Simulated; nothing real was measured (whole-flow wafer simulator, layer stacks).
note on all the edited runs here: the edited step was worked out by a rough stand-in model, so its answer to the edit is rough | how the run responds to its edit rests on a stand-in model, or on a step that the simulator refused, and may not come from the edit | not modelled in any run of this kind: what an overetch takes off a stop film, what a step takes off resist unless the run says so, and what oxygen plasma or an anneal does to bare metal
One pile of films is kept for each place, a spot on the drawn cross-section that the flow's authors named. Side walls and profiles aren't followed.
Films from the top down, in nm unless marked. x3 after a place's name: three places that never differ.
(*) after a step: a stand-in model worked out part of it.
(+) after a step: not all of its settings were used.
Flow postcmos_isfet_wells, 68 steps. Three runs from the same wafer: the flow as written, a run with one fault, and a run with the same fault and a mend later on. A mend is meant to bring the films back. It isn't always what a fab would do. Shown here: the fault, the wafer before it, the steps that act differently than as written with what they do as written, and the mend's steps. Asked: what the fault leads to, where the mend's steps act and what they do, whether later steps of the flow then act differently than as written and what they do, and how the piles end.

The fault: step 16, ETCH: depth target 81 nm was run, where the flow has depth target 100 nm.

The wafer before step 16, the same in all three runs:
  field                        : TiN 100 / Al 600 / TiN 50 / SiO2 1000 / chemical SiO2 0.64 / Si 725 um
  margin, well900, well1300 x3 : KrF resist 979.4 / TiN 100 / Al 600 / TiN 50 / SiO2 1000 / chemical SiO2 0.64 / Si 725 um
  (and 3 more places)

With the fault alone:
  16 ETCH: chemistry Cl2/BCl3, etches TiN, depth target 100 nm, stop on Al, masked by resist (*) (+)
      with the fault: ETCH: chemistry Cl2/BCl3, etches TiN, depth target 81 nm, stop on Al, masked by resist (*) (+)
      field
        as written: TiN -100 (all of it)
        with the fault: TiN -81
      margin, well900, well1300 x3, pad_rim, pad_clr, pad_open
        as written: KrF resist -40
        with the fault: KrF resist -32.4
  Later steps of the flow that act differently than as written (2 more steps differ only slightly, by at most 2% or 0.5 nm, whichever is larger, and aren't shown):
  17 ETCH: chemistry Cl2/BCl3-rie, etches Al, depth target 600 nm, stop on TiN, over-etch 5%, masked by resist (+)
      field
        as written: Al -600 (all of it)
        with the fault: TiN -19 (all of it), Al -569.6
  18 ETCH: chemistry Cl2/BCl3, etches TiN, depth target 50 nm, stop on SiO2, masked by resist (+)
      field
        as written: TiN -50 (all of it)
        with the fault: Al -30.4 (all of it), TiN -37.2
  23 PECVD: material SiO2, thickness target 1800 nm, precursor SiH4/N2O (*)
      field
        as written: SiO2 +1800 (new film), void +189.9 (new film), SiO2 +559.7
        with the fault: SiO2 +1800 (new film), void +180.6 (new film), SiO2 +556.7 (new film)
  At the end the piles differ from the flow's by more than 2% or 0.5 nm, whichever is larger, at field.
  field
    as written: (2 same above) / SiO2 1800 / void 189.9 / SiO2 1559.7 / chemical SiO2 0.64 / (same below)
    with the fault: (2 same above) / SiO2 1800 / void 180.6 / SiO2 556.7 / TiN 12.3 / SiO2 1000 / chemical SiO2 0.64 / (same below)

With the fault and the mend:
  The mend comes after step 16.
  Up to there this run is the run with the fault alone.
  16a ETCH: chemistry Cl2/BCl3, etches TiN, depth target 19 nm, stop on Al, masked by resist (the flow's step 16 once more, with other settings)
      margin, well900, well1300 x3, pad_rim, pad_clr, pad_open
        KrF resist -7.6
      field
        TiN -19 (all of it)
  No later step of the flow acts differently than as written at any place that is followed.
  At the end the piles are the same as the flow's at every place that both follow.
